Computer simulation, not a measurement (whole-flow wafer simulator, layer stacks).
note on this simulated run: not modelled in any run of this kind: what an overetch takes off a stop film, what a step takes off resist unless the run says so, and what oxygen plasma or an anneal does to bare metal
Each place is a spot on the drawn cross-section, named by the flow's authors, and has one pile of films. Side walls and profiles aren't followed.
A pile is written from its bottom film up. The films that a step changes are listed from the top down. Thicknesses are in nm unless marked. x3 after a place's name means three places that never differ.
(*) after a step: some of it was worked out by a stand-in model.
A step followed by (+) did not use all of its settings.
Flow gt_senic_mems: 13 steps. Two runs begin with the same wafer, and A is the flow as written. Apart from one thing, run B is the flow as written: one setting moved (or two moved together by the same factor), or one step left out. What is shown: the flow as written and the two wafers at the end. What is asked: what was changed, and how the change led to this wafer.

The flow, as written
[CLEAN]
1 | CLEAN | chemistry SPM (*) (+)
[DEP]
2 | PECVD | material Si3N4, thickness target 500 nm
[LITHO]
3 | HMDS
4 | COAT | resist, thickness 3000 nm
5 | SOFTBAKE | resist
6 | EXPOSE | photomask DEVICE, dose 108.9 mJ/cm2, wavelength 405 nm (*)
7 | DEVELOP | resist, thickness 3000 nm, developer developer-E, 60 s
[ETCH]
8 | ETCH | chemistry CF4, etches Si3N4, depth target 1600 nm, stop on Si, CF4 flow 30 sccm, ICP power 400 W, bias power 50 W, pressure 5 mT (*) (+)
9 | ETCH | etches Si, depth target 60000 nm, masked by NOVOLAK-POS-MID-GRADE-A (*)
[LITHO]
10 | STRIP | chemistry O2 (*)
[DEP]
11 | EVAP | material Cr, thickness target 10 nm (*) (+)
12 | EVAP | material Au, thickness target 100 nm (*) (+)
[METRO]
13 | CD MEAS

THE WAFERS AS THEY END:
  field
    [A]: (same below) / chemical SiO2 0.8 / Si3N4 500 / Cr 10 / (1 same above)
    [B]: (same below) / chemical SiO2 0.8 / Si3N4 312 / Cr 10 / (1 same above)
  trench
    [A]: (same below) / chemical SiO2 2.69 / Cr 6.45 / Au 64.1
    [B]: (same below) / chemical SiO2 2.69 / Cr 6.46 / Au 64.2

The reason: step 2, PECVD: thickness target 312 nm was run, though the flow has thickness target 500 nm.
The wafer lets one read it off: field has Si3N4 312, and step 2 as written asks for 500 nm.

The path from the change to this, step by step:
  2 | PECVD | material Si3N4, thickness target 500 nm
      field, trench: A Si3N4 gains 500 (new film) | B Si3N4 gains 312 (new film)
  8 | ETCH | chemistry CF4, etches Si3N4, depth target 1600 nm, stop on Si, CF4 flow 30 sccm, ICP power 400 W, bias power 50 W, pressure 5 mT (*) (+)
      field: A resist loses 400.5 | B resist loses 275.2
      trench: A Si3N4 loses 500 (all of it), chemical SiO2 loses 0.8 (all of it) | B Si3N4 loses 312 (all of it), chemical SiO2 loses 0.8 (all of it)
  10 | STRIP | chemistry O2 (*)
      field: A resist loses 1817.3 (all of it) | B resist loses 1942.6 (all of it)
